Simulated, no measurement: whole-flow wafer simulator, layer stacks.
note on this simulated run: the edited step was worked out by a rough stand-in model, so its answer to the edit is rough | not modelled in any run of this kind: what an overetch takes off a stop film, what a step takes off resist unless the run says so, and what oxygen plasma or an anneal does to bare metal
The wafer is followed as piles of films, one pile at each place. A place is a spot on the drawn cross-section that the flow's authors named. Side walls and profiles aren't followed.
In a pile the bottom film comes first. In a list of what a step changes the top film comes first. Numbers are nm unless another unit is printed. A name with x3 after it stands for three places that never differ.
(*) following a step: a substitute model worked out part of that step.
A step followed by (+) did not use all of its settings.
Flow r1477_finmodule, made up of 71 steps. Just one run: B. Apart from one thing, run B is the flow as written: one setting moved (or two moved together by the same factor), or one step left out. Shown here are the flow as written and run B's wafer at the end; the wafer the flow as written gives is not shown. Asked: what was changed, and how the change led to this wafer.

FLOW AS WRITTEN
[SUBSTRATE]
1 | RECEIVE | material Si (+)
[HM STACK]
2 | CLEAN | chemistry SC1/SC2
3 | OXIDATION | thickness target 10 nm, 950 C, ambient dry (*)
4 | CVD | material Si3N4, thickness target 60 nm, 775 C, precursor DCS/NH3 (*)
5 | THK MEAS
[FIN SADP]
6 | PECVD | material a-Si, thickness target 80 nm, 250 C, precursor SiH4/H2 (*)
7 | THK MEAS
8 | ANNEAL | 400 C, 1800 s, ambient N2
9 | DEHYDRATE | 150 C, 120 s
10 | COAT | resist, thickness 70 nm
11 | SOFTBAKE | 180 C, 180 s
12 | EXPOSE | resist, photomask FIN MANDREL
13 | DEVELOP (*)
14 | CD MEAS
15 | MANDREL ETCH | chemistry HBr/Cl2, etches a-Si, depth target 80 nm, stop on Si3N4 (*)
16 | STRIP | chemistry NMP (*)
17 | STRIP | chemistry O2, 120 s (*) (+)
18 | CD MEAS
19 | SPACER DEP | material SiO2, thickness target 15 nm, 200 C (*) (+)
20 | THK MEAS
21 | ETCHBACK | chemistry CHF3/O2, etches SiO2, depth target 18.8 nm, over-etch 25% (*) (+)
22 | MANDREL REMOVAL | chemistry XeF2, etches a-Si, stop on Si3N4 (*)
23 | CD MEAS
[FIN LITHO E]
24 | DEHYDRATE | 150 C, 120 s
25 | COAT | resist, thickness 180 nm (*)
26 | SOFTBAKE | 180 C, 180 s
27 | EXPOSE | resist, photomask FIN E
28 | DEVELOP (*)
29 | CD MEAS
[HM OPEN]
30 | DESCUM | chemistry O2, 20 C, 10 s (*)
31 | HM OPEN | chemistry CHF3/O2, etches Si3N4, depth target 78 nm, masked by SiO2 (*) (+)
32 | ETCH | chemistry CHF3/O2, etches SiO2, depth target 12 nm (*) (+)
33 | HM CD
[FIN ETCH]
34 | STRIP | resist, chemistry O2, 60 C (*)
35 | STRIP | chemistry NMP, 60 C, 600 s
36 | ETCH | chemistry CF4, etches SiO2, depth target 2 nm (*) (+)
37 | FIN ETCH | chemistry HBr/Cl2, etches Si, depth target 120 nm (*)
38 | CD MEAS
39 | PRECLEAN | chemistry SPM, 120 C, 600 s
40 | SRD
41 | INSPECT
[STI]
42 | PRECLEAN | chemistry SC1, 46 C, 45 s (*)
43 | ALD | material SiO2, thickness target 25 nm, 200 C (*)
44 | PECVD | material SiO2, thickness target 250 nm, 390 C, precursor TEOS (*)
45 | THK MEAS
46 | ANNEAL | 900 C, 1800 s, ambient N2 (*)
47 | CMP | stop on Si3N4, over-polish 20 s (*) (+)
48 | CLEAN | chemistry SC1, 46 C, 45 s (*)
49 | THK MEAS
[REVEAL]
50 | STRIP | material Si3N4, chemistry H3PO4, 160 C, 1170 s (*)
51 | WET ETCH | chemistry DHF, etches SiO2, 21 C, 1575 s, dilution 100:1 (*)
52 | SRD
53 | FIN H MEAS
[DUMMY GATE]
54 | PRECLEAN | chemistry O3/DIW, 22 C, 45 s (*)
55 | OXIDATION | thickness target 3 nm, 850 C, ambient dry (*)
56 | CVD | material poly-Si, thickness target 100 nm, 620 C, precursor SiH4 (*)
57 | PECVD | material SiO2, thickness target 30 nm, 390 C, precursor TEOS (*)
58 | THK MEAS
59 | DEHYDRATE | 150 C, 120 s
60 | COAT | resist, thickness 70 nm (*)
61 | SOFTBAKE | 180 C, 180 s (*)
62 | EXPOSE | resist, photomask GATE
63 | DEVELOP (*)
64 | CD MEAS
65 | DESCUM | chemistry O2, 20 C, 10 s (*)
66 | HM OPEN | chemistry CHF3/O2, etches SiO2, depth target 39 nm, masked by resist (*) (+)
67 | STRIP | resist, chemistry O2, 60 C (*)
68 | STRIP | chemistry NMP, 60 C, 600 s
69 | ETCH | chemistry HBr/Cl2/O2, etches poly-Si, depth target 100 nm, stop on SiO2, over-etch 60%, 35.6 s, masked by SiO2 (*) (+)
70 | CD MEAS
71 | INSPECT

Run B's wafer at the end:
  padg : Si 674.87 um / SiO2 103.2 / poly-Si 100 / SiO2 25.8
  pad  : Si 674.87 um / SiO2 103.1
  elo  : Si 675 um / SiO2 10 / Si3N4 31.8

What caused this: step 69, ETCH: depth target 80 nm was run, whereas the flow has depth target 100 nm.

The path from the change to this, step by step:
  69 | ETCH | chemistry HBr/Cl2/O2, etches poly-Si, depth target 100 nm, stop on SiO2, over-etch 60%, 35.6 s, masked by SiO2 (*) (+)
      padg, elg, esg and 15 more: SiO2 loses 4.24 (in the flow as written it would be: SiO2 loses 5.3)
